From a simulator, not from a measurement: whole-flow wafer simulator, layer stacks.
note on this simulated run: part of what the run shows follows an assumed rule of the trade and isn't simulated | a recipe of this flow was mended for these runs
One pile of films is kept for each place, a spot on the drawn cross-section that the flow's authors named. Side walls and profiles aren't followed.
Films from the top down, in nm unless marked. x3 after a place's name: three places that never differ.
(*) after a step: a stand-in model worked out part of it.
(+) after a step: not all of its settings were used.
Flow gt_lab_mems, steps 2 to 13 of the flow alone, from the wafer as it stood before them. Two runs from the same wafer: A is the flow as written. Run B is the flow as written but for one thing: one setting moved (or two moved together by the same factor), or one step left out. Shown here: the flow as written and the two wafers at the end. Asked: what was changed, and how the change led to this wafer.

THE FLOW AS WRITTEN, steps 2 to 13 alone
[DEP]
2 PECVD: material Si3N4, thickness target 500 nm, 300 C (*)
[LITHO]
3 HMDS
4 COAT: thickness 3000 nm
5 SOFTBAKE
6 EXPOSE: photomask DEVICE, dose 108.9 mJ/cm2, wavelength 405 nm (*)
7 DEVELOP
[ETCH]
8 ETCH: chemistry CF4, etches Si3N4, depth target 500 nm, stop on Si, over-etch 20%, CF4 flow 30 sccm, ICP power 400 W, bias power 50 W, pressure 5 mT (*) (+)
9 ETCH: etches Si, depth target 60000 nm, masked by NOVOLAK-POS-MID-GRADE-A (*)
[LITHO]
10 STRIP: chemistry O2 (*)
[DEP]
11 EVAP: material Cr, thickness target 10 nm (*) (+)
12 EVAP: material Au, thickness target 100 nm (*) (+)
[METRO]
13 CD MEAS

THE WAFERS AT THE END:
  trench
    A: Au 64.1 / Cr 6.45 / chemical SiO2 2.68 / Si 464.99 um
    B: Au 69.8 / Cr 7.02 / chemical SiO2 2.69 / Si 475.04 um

The cause: step 8, ETCH: depth target 250 nm was run, where the flow has depth target 500 nm.

How the change led to this, step by step:
  8 ETCH: chemistry CF4, etches Si3N4, depth target 500 nm, stop on Si, over-etch 20%, CF4 flow 30 sccm, ICP power 400 W, bias power 50 W, pressure 5 mT (*) (+)
      trench: A Si3N4 -500 (all of it), chemical SiO2 -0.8 (all of it), Si -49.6 | B Si3N4 -300
      field: A g/i-line-resist -400 | B g/i-line-resist -200
  9 ETCH: etches Si, depth target 60000 nm, masked by NOVOLAK-POS-MID-GRADE-A (*)
      trench: A Si -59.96 um | B Si3N4 -200 (all of it), chemical SiO2 -0.8 (all of it), Si -49.96 um
  10 STRIP: chemistry O2 (*)
      field: A g/i-line-resist -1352 (all of it) | B g/i-line-resist -1552 (all of it)
  11 EVAP: material Cr, thickness target 10 nm (*) (+)
      trench: A Cr +6.45 (new film) | B Cr +7.02 (new film)
  12 EVAP: material Au, thickness target 100 nm (*) (+)
      trench: A Au +64.1 (new film) | B Au +69.8 (new film)
